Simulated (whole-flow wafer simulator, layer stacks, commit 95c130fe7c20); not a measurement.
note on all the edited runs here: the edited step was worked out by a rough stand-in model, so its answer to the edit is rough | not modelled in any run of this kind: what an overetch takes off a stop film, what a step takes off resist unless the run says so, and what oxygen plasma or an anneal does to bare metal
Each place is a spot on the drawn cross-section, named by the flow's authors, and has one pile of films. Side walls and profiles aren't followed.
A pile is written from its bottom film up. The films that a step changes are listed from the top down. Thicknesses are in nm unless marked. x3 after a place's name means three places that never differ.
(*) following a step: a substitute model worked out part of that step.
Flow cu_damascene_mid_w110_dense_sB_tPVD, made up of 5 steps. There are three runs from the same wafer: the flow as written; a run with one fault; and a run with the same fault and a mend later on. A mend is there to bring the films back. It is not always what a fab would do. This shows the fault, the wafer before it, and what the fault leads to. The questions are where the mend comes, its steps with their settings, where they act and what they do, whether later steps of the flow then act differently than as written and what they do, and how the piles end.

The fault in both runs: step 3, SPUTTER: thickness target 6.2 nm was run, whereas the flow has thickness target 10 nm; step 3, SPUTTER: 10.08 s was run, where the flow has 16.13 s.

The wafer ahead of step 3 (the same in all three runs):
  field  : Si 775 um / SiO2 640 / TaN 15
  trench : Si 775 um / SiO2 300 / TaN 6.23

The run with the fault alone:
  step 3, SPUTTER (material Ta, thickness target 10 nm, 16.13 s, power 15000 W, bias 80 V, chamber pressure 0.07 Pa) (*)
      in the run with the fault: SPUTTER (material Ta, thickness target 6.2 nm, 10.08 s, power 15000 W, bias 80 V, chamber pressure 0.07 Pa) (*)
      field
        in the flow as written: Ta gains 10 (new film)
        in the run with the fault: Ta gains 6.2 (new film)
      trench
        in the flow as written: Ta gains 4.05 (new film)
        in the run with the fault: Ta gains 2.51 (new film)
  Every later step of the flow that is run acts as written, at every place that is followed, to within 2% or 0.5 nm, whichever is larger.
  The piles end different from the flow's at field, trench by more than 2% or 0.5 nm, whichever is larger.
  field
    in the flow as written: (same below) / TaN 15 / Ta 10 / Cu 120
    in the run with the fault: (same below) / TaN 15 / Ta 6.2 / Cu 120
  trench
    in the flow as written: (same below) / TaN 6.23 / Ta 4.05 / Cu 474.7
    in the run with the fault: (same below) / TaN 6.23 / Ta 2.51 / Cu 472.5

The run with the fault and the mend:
  The mend stands after step 3.
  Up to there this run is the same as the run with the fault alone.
  step 3a, SPUTTER (material Ta, thickness target 3.8 nm, 6.129 s, power 15000 W, bias 80 V, chamber pressure 0.07 Pa) (*) (the flow's step 3, run once more with other settings)
      field
        Ta gains 3.8
      trench
        Ta gains 1.5
  Every later step of the flow that is run acts as written, at every place that is followed, to within 2% or 0.5 nm, whichever is larger.
  At the end the piles are close to the flow's at the places that both follow, differing by at most 2% or 0.5 nm, whichever is larger.
